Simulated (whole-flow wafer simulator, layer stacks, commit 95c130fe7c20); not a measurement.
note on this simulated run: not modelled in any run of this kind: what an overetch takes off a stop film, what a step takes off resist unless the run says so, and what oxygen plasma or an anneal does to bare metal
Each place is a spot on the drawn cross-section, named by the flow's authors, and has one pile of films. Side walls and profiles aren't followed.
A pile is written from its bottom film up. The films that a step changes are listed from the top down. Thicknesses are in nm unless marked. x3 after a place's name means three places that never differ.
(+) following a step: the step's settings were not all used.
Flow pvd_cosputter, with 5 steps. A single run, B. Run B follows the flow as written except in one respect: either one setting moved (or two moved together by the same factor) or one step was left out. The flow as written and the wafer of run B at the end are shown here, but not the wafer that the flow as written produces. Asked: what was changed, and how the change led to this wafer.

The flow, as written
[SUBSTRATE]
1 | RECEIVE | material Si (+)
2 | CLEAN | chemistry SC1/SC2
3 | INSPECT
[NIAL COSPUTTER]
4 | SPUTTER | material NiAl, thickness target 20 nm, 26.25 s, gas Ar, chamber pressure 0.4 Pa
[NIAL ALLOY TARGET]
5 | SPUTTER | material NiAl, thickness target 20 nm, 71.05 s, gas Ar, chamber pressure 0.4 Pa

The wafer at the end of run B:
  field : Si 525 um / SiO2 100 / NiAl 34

What caused this: step 5, SPUTTER: thickness target 14 nm was run, though the flow has thickness target 20 nm; step 5, SPUTTER: 49.73 s was run, where the flow has 71.05 s.

Step by step, how the change led to this:
  5 | SPUTTER | material NiAl, thickness target 20 nm, 71.05 s, gas Ar, chamber pressure 0.4 Pa
      field: +14 NiAl (in the flow as written it would be: +20 NiAl)
